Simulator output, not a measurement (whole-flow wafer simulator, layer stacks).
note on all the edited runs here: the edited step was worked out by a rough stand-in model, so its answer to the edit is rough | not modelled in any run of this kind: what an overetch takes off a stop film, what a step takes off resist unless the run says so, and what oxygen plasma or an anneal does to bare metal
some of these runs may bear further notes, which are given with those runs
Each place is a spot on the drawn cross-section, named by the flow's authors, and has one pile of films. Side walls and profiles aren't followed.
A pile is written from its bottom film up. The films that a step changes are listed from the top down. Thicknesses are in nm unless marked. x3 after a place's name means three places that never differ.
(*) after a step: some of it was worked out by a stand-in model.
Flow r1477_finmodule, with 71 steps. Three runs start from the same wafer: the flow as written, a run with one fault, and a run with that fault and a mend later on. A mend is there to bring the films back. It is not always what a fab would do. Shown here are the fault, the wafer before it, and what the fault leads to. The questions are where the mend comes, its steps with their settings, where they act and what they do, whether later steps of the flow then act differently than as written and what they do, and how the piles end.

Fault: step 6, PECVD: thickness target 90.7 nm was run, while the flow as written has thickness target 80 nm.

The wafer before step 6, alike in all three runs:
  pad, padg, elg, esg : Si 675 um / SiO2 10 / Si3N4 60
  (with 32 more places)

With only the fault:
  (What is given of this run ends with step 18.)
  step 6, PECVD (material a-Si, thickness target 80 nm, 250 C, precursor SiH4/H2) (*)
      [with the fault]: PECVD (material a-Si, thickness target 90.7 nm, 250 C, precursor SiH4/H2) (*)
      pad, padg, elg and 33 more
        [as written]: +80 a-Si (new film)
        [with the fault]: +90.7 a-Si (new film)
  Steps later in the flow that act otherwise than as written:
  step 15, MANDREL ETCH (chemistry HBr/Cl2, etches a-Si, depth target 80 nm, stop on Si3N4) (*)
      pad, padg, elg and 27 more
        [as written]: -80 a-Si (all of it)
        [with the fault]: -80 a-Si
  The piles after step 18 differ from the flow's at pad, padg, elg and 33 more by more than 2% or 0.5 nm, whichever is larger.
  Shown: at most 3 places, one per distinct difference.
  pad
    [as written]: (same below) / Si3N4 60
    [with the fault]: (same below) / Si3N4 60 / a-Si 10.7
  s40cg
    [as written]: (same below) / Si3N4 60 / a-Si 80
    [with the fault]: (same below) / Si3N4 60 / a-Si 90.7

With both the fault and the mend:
  The mend stands after step 7.
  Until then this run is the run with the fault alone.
  step 7a, ETCH (chemistry tmah, depth target 104.3 nm)
      pad, padg, elg and 33 more
        -90.7 a-Si (all of it)
  step 7b, PECVD (material a-Si, thickness target 80 nm, 250 C, precursor SiH4/H2) (*) (a further turn of the flow's step 6)
      pad, padg, elg and 33 more
        +80 a-Si (new film)
  Later steps of the flow that are run all act as written at every place that is followed.
  The piles end the same as the flow's at every place that both follow.
